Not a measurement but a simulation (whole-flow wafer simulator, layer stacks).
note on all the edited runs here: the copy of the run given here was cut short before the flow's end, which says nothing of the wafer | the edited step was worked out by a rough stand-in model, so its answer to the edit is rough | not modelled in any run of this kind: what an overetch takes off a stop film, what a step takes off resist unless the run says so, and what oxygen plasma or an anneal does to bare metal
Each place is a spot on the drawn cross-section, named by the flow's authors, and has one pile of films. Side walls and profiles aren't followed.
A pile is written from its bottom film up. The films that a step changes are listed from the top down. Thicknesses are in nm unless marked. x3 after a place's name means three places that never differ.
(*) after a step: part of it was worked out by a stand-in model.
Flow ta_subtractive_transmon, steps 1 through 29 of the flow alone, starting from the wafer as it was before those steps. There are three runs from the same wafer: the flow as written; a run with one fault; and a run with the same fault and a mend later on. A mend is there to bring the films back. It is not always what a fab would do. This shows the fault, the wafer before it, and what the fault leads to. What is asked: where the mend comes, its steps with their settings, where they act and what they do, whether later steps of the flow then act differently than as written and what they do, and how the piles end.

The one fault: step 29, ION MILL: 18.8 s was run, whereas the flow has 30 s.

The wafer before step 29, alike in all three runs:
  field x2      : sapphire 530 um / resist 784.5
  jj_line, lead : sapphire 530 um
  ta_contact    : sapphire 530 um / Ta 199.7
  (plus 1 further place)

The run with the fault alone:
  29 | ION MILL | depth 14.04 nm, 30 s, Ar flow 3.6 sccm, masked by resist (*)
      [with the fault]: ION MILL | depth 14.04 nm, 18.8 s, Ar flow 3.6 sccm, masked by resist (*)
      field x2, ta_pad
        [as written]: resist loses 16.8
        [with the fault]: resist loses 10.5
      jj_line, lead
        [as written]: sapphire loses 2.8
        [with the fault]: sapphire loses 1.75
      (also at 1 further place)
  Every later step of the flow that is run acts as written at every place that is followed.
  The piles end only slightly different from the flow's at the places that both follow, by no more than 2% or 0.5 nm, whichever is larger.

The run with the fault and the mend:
  The mend follows step 29.
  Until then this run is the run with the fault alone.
  29a | ION MILL | depth 14.04 nm, 11.2 s, Ar flow 3.6 sccm, masked by resist (*) (a further turn of the flow's step 29, with different settings)
      field x2, ta_pad
        resist loses 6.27
      jj_line, lead
        sapphire loses 1.04
      ta_contact
        Ta loses 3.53
  Every later step of the flow that is run acts as written at every place that is followed.
  At every place that both follow, the piles at the end match the flow's.
